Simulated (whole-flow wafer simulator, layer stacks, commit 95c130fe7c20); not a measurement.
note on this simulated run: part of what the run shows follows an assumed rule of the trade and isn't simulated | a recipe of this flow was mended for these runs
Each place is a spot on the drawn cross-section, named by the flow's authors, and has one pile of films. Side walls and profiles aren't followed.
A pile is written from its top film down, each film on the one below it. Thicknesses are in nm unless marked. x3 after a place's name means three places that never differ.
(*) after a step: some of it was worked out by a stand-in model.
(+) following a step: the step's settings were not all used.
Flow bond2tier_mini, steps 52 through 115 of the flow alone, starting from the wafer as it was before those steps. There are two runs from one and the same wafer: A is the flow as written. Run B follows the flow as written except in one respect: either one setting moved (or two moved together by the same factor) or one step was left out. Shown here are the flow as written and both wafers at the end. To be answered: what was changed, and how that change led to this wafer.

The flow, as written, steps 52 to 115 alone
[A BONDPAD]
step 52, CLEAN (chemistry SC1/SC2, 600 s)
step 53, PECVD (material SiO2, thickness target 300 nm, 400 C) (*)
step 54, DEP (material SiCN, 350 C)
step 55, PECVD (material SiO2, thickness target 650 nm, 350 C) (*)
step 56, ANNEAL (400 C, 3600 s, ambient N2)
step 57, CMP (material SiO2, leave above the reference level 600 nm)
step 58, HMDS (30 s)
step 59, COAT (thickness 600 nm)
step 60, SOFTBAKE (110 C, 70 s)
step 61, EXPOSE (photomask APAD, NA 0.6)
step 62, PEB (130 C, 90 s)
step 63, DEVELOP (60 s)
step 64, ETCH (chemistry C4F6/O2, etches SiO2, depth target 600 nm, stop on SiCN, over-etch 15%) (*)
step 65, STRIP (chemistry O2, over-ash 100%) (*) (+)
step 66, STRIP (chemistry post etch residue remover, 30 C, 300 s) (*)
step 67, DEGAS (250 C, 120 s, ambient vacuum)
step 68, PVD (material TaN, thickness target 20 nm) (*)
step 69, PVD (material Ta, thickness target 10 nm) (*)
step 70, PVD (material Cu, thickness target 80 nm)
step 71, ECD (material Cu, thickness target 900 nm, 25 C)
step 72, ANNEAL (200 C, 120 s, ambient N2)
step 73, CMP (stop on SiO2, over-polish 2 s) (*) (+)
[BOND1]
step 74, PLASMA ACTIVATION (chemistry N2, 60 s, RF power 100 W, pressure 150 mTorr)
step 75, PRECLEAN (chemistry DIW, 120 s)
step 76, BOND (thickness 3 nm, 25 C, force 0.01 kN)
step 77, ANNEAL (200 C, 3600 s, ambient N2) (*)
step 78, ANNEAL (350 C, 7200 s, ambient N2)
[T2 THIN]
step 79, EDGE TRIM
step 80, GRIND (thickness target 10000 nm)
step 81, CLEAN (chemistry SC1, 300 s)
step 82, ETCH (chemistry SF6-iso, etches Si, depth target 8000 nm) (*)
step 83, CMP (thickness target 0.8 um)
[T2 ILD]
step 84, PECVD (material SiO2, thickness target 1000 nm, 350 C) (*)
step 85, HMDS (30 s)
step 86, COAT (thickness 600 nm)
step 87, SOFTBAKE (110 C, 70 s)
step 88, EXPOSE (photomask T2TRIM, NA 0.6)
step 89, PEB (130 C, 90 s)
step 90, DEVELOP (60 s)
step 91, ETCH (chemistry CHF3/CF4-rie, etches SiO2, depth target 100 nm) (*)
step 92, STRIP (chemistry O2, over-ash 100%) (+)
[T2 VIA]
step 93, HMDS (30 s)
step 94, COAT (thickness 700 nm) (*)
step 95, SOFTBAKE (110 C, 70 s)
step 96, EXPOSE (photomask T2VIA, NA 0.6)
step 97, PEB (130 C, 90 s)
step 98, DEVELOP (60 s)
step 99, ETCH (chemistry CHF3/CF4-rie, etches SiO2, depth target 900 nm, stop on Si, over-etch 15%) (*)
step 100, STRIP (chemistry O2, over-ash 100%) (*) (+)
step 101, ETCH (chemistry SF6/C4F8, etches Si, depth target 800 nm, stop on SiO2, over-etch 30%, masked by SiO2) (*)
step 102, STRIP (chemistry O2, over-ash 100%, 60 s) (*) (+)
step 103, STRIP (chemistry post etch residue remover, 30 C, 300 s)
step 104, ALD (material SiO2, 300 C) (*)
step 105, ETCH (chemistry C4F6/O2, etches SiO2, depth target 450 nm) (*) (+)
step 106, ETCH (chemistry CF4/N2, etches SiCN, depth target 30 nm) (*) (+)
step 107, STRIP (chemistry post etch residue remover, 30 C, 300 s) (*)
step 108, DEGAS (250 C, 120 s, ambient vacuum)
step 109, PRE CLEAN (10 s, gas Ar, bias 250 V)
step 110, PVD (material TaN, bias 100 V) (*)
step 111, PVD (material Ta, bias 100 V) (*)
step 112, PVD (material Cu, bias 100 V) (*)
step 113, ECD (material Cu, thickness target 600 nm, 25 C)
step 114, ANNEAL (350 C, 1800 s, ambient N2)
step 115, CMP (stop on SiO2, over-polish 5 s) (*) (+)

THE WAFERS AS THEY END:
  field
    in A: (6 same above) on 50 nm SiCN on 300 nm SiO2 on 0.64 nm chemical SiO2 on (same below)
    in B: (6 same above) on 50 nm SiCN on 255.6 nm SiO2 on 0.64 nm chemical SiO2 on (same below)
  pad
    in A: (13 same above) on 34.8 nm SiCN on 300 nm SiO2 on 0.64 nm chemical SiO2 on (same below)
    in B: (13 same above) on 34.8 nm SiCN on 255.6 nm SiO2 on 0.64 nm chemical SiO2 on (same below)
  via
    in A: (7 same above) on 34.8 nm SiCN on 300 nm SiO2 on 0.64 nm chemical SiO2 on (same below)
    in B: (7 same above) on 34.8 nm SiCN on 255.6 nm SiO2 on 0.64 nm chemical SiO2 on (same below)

The reason: step 53, PECVD: thickness target 255.6 nm was run, whereas the flow has thickness target 300 nm.
The wafer lets one read it off: field has SiO2 255.6, and step 53 as written asks for 300 nm.

Step by step, how the change led to this:
  step 53, PECVD (material SiO2, thickness target 300 nm, 400 C) (*)
      field, pad, via: A SiO2 gains 300 (new film) | B SiO2 gains 255.6 (new film)
